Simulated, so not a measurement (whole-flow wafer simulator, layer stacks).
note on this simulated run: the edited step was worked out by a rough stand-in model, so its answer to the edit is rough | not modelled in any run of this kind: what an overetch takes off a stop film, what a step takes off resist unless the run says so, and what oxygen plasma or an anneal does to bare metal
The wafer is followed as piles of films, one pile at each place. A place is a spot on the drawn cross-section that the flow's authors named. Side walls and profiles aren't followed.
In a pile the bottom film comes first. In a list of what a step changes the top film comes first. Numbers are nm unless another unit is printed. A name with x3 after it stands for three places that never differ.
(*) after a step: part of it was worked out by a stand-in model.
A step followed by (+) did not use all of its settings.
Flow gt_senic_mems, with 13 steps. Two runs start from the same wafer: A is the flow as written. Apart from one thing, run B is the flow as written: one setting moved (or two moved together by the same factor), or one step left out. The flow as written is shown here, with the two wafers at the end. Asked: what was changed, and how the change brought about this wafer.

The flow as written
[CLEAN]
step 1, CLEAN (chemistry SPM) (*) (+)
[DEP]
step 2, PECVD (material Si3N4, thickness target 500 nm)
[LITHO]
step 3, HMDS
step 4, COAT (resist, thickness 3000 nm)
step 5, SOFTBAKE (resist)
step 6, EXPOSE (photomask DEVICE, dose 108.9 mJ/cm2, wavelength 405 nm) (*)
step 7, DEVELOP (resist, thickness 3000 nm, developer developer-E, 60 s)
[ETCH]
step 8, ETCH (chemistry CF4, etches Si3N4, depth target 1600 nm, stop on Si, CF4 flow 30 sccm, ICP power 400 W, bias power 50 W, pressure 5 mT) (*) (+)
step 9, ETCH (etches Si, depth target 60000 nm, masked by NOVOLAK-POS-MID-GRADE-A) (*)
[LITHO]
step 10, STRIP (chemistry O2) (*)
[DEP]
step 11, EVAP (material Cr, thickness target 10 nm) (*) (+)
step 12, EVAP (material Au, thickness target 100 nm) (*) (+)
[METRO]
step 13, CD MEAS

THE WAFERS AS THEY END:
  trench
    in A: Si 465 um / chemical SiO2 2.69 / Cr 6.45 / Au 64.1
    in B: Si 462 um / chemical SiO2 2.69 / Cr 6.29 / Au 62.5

The reason: step 9, ETCH: depth target 63000 nm was run, though the flow has depth target 60000 nm.

The path from the change to this, step by step:
  step 9, ETCH (etches Si, depth target 60000 nm, masked by NOVOLAK-POS-MID-GRADE-A) (*)
      field: A -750 resist | B -787.5 resist
      trench: A -60 um Si | B -63 um Si
  step 10, STRIP (chemistry O2) (*)
      field: A -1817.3 resist (all of it) | B -1779.8 resist (all of it)
  step 12, EVAP (material Au, thickness target 100 nm) (*) (+)
      trench: A +64.1 Au (new film) | B +62.5 Au (new film)
